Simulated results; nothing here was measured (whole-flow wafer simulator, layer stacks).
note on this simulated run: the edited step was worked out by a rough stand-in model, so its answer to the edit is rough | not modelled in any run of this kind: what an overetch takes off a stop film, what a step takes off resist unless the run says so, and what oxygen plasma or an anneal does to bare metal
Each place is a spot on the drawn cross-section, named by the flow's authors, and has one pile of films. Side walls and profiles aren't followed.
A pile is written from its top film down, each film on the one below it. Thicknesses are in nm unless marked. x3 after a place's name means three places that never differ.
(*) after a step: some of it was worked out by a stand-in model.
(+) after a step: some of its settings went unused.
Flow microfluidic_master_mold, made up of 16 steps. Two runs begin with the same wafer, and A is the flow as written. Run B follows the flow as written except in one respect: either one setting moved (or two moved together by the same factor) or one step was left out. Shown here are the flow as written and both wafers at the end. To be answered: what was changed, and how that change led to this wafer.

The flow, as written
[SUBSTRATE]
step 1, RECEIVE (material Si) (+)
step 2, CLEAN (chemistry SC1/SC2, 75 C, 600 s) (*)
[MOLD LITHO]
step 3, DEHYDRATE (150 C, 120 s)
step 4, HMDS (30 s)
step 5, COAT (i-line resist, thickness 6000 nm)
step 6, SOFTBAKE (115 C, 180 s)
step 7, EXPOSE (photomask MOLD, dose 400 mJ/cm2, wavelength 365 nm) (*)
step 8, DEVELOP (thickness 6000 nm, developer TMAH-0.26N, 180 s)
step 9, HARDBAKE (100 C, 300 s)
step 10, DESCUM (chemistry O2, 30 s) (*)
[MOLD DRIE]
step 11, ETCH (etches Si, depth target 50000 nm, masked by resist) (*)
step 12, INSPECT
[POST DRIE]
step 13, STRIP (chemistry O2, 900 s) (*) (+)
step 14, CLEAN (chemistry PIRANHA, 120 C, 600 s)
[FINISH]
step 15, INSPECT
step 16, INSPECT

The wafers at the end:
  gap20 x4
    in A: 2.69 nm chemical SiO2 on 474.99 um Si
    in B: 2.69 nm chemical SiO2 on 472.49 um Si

Cause: step 11, ETCH: depth target 52500 nm was run, while the flow as written has depth target 50000 nm.

Step by step, how the change led to this:
  step 11, ETCH (etches Si, depth target 50000 nm, masked by resist) (*)
      gap20 x4: A -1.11 chemical SiO2 (all of it), -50 um Si | B -1.11 chemical SiO2 (all of it), -52.5 um Si
      ridge: A -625 i-line resist | B -656.2 i-line resist
